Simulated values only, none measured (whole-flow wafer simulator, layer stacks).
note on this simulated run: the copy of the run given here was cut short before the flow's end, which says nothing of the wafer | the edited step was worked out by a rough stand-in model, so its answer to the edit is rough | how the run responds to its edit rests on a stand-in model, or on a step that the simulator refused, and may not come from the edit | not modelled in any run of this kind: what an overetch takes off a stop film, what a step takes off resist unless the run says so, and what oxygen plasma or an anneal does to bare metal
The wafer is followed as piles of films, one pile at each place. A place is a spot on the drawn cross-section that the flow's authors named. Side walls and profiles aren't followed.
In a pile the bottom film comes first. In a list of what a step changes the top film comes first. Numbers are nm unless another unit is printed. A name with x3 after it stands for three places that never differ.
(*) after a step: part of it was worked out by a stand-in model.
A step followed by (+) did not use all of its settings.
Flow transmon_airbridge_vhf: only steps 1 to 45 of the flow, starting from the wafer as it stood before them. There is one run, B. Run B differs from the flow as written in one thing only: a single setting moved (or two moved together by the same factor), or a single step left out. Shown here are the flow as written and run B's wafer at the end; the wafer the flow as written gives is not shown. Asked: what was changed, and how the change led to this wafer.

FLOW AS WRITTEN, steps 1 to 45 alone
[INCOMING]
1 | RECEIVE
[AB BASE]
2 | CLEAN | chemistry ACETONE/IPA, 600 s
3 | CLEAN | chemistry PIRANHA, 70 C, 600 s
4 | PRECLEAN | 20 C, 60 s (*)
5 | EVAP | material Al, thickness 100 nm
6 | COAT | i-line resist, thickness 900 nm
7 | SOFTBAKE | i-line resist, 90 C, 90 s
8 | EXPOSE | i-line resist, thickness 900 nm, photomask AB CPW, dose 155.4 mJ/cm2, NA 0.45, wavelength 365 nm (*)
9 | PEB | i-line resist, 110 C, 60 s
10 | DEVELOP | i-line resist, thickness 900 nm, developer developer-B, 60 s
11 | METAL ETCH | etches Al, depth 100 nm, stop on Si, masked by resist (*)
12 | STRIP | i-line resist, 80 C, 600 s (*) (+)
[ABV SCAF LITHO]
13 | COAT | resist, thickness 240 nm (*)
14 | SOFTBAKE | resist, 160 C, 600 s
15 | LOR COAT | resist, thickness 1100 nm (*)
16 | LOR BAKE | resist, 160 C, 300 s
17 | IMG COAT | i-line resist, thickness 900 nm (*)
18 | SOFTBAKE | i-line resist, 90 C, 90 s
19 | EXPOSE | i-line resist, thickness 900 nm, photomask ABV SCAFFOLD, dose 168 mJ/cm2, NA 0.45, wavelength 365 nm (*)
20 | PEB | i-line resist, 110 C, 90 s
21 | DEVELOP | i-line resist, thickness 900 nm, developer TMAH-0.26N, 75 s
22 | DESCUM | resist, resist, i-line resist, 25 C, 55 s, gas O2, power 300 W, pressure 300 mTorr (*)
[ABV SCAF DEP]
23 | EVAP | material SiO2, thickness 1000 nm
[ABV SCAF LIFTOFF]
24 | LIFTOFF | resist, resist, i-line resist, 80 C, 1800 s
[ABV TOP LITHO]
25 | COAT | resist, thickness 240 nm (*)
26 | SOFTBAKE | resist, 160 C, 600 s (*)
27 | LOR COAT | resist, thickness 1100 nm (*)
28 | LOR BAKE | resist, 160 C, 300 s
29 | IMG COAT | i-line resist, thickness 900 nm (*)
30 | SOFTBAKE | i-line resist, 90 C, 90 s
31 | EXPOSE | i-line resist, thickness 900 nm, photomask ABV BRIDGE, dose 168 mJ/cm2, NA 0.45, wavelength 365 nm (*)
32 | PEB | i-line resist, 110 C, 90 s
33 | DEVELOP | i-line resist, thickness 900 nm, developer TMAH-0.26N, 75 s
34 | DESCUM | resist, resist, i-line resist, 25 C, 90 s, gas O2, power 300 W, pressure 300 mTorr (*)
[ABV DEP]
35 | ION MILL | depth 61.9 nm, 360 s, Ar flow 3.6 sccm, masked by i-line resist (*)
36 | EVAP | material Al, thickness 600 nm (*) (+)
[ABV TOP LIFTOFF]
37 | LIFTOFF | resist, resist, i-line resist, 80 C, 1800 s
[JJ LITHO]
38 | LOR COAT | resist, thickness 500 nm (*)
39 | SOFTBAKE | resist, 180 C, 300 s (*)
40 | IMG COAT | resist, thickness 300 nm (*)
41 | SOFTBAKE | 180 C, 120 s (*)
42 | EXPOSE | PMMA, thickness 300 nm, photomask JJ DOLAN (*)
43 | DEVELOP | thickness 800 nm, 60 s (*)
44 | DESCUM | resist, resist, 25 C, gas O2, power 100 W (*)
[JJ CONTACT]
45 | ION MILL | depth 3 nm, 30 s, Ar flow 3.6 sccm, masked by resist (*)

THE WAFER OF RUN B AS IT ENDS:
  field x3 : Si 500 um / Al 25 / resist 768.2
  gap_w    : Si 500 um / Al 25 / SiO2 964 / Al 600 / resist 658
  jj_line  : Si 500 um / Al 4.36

Cause: step 11, METAL ETCH: depth 75 nm was run, while the flow as written has depth 100 nm.

Step by step, how the change led to this:
  11 | METAL ETCH | etches Al, depth 100 nm, stop on Si, masked by resist (*)
      field x3, jj_line, gap_w, gap_e: -75 Al (it would be, as written: -100 Al (all of it))
      ground_far, pad_w, flank_w and 8 more: -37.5 i-line resist (it would be, as written: -50 i-line resist)
  45 | ION MILL | depth 3 nm, 30 s, Ar flow 3.6 sccm, masked by resist (*)
      jj_line: -20.6 Al (it would be, as written: -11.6 Si)
With metal films that touch counted as one body, field x3 has 1 body; the flow as written gives 0 bodies.
With metal films that touch counted as one body, gap_w has 2 bodies (between them, from the top down: SiO2 964); the flow as written gives 1 body.
With metal films that touch counted as one body, jj_line has 1 body; the flow as written gives 0 bodies.
